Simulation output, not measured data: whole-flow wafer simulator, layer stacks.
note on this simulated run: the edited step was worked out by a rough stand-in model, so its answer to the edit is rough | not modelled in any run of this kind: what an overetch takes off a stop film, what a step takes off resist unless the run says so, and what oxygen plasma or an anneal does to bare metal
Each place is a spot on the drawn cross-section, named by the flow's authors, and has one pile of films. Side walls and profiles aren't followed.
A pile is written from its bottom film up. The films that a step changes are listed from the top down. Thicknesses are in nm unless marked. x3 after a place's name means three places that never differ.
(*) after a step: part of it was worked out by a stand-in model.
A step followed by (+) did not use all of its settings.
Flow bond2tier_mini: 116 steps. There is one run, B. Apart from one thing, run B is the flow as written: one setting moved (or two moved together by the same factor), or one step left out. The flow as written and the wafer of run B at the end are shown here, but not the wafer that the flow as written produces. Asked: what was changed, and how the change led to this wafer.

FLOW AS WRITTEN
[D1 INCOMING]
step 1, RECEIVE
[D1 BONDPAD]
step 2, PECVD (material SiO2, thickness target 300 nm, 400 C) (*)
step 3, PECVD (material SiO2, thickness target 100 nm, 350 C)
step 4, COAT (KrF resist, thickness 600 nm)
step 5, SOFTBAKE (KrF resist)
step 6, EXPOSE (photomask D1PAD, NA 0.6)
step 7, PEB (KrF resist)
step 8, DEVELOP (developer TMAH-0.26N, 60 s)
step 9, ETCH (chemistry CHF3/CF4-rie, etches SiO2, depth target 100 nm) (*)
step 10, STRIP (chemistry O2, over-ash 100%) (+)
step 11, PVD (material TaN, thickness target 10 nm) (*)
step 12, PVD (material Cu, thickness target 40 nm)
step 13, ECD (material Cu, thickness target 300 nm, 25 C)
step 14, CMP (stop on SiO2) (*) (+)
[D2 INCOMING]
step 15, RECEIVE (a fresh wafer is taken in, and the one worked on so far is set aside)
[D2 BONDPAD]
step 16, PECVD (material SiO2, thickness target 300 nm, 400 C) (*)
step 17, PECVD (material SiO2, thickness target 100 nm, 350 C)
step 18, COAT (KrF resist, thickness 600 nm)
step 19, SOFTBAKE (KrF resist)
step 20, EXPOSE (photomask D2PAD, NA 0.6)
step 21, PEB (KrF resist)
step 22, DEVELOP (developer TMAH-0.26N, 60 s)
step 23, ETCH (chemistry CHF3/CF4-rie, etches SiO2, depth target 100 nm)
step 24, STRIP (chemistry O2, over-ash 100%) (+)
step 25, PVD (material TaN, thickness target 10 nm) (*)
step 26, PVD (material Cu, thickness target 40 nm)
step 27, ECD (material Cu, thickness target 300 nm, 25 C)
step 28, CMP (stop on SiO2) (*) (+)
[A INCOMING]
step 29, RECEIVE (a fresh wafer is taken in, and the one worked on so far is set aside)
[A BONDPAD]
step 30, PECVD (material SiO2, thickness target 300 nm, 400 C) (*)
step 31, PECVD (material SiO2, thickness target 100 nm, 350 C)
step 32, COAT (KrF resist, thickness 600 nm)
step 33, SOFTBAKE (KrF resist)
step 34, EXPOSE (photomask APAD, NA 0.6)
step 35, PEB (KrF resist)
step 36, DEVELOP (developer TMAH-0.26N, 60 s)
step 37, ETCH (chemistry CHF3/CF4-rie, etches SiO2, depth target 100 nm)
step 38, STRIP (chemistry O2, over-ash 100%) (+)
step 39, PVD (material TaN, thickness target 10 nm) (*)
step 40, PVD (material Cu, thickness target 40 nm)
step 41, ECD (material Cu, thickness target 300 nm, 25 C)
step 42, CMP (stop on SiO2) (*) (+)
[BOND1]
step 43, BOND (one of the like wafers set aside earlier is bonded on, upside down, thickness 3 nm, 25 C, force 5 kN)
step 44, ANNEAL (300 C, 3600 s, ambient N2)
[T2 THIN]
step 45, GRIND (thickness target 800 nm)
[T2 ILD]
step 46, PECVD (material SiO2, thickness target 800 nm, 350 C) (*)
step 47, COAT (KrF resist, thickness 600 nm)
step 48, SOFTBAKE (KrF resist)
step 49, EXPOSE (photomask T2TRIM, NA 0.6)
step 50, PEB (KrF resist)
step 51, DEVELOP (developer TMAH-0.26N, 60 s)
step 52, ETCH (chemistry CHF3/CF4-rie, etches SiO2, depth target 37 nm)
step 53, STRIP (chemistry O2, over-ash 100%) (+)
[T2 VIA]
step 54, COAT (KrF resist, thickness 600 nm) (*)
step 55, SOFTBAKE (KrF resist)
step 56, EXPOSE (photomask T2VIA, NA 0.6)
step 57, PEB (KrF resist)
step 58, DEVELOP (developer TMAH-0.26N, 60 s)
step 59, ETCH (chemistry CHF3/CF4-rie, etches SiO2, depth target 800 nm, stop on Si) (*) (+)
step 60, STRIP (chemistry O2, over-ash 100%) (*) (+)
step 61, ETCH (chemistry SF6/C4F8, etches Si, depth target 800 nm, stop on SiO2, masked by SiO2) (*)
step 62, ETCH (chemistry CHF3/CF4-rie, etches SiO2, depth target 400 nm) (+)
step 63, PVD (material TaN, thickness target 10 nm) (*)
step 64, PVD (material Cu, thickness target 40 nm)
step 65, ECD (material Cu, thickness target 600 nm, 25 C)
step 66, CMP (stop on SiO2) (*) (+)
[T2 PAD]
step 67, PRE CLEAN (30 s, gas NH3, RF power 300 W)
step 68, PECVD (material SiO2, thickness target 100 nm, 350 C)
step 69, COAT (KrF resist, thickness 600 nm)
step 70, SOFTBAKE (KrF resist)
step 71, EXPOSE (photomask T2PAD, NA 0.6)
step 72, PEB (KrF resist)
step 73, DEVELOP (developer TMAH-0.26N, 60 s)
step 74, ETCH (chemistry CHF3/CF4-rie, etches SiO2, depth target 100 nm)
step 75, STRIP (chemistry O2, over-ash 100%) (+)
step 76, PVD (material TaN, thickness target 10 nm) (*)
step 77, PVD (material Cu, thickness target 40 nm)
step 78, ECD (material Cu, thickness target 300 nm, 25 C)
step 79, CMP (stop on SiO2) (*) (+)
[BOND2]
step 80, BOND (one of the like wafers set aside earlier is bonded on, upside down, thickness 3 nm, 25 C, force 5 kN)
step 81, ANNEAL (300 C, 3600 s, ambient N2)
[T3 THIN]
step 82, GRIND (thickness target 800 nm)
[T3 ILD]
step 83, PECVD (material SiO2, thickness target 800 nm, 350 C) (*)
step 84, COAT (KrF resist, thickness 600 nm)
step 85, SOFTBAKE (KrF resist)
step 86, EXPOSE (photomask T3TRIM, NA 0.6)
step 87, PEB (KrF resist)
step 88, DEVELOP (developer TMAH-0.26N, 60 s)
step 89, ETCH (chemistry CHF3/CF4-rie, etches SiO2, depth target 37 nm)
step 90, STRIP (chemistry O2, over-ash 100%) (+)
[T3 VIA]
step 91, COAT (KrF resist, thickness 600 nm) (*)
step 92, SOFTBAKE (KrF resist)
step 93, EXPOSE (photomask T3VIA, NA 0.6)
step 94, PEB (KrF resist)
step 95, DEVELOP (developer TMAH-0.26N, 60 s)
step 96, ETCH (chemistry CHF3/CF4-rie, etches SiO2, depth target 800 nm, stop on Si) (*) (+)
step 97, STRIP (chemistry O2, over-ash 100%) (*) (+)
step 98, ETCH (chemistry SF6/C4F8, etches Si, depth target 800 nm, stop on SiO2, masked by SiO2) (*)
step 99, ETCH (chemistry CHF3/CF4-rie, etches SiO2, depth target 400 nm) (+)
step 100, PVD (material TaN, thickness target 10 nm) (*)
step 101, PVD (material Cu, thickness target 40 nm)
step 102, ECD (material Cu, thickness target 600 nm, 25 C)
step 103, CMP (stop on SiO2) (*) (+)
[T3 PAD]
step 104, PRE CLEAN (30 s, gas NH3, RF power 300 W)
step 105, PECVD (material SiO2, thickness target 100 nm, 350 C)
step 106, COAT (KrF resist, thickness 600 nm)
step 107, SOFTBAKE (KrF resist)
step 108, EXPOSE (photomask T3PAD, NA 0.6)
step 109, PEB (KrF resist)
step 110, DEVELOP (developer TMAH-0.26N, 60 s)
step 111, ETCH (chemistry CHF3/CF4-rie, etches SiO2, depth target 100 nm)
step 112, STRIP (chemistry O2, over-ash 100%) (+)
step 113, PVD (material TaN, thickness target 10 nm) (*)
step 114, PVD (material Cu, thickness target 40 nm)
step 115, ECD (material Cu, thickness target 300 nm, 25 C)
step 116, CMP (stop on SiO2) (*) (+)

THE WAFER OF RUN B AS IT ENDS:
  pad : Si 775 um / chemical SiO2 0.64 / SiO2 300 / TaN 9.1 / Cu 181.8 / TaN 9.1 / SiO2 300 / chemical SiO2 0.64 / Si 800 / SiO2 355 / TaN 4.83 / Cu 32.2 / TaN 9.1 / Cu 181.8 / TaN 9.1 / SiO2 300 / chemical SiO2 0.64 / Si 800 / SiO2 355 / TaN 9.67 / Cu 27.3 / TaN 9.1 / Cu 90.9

What caused this: step 63, PVD: thickness target 5 nm was run, though the flow has thickness target 10 nm.

How this came from the change, step by step:
  step 63, PVD (material TaN, thickness target 10 nm) (*)
      field: TaN gains 5 (new film) (as written it would have been: TaN gains 10 (new film))
      pad: TaN gains 4.83 (new film) (as written it would have been: TaN gains 9.67 (new film))
  step 66, CMP (stop on SiO2) (*) (+)
      field: Cu loses 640 (all of it), TaN loses 5 (all of it) (as written it would have been: Cu loses 640 (all of it), TaN loses 10 (all of it))
